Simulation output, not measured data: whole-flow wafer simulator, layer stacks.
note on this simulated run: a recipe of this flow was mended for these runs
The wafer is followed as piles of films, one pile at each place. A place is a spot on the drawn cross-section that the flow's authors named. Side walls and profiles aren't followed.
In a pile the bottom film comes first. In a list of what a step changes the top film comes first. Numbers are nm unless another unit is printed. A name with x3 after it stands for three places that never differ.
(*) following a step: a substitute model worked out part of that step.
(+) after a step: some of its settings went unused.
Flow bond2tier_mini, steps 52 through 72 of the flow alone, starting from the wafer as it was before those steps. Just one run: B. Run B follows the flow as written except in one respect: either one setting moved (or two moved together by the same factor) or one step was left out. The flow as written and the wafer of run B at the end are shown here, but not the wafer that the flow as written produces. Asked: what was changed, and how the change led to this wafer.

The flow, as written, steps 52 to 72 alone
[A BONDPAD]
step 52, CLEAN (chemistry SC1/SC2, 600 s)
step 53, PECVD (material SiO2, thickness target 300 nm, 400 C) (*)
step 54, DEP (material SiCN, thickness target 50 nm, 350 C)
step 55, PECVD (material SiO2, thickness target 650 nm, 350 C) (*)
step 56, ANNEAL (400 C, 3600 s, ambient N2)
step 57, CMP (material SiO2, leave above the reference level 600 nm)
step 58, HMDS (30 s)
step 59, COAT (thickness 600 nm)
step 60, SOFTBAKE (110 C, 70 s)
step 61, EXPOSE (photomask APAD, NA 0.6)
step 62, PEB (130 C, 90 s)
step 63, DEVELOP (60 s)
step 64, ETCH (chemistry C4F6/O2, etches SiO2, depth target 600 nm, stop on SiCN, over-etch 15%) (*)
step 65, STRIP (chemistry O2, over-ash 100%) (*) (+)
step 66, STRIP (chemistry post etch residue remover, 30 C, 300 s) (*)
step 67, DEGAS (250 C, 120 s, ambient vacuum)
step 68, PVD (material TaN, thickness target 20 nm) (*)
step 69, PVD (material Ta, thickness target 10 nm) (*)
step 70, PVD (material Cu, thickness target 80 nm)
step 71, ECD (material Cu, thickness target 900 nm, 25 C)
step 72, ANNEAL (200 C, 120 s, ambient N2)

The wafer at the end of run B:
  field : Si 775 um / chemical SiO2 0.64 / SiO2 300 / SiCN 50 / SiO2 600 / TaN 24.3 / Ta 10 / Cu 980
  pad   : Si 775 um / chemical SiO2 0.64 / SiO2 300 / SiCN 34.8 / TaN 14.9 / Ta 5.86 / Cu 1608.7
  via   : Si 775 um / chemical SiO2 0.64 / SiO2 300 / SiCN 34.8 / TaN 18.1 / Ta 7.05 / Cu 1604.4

What caused this: step 68, PVD: thickness target 24.3 nm was run, whereas the flow has thickness target 20 nm.
The wafer itself shows it: field has TaN 24.3, and step 68 as written asks for 20 nm.

Step by step, how the change led to this:
  step 68, PVD (material TaN, thickness target 20 nm) (*)
      field: TaN gains 24.3 (new film) (in the flow as written it would be: TaN gains 20 (new film))
      pad: TaN gains 14.9 (new film) (in the flow as written it would be: TaN gains 12.3 (new film))
      (also at 1 further place)
